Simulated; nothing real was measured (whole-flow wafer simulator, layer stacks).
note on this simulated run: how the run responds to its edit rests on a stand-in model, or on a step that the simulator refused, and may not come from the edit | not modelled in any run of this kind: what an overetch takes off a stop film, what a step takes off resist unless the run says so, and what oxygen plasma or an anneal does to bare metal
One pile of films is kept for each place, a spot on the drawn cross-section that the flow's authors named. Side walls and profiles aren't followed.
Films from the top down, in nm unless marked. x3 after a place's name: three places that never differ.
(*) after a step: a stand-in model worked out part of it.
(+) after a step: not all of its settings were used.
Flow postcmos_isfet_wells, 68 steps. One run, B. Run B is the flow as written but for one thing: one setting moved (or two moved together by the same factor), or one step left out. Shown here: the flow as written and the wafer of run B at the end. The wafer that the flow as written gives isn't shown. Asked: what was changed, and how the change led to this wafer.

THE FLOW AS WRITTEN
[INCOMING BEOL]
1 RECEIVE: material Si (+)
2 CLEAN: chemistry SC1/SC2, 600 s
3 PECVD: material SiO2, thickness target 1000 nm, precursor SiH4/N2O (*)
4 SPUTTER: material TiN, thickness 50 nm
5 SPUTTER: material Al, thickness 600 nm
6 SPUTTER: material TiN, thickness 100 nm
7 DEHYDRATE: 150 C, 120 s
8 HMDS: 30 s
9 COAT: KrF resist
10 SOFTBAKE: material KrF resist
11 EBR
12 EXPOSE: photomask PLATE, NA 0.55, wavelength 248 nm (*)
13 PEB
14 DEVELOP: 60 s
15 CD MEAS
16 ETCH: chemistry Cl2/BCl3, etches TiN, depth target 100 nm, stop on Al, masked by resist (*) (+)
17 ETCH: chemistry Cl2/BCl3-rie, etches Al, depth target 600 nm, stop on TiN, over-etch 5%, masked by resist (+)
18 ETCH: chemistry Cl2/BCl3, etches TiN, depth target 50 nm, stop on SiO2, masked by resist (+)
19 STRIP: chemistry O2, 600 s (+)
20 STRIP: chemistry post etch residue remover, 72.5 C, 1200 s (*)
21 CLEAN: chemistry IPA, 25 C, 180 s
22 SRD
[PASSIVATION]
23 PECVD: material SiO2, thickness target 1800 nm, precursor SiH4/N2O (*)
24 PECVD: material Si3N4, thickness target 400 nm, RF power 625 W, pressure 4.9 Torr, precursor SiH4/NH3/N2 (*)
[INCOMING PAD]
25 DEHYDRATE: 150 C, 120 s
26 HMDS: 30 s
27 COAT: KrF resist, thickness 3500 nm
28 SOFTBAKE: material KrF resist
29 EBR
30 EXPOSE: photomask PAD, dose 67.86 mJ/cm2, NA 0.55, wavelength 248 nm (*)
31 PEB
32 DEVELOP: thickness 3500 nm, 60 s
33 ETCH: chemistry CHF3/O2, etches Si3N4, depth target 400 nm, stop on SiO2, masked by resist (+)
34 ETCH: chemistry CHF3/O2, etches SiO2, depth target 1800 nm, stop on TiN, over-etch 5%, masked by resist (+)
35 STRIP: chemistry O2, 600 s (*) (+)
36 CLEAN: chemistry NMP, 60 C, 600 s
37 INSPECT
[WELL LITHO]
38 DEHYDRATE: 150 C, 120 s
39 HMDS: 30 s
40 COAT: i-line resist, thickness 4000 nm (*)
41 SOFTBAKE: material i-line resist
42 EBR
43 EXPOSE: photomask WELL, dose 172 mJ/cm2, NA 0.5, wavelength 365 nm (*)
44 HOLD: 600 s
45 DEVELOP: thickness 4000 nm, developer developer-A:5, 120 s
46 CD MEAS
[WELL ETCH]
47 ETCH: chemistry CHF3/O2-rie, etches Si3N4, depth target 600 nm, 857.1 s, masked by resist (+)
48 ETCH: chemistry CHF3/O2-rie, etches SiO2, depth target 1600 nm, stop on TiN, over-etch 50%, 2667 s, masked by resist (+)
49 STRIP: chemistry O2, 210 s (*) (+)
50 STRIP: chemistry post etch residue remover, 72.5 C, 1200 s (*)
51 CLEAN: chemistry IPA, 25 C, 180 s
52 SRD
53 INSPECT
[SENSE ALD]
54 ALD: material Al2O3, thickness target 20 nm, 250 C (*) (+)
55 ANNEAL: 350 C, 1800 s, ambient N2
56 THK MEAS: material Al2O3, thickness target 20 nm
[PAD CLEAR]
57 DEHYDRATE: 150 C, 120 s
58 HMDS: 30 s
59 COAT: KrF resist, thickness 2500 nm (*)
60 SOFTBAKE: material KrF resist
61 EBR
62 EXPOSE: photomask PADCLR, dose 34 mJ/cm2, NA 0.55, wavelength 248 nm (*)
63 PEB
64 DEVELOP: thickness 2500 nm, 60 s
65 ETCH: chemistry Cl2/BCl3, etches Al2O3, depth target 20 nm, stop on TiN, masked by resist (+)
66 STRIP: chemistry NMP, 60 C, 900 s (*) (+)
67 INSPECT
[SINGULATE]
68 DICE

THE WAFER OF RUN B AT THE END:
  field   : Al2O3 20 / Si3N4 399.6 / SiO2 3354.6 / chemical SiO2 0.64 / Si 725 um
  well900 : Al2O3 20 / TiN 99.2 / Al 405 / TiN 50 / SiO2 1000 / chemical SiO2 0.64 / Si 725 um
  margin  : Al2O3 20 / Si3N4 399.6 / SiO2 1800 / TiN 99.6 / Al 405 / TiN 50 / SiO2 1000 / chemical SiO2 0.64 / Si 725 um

The cause: step 5, SPUTTER: thickness 405 nm was run, where the flow has thickness 600 nm.
It can be read off the wafer: well900 has Al 405, and step 5 as written asks for 600 nm.

How the change led to this, step by step:
  5 SPUTTER: material Al, thickness 600 nm
      field, margin, well900, well1300 x3, pad_rim, pad_clr, pad_open: Al +405 (new film) (as written it would be: Al +600 (new film))
  17 ETCH: chemistry Cl2/BCl3-rie, etches Al, depth target 600 nm, stop on TiN, over-etch 5%, masked by resist (+)
      margin, well900, well1300 x3, pad_rim, pad_clr, pad_open: KrF resist -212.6 (as written it would be: KrF resist -300)
      field: Al -405 (all of it) (as written it would be: Al -600 (all of it))
  19 STRIP: chemistry O2, 600 s (+)
      margin, well900, well1300 x3, pad_rim, pad_clr, pad_open: KrF resist -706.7 (all of it) (as written it would be: KrF resist -619.4 (all of it))
  23 PECVD: material SiO2, thickness target 1800 nm, precursor SiH4/N2O (*)
      field: SiO2 +2354.6 (as written it would be: SiO2 +1800 (new film), void +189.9 (new film), SiO2 +559.7)
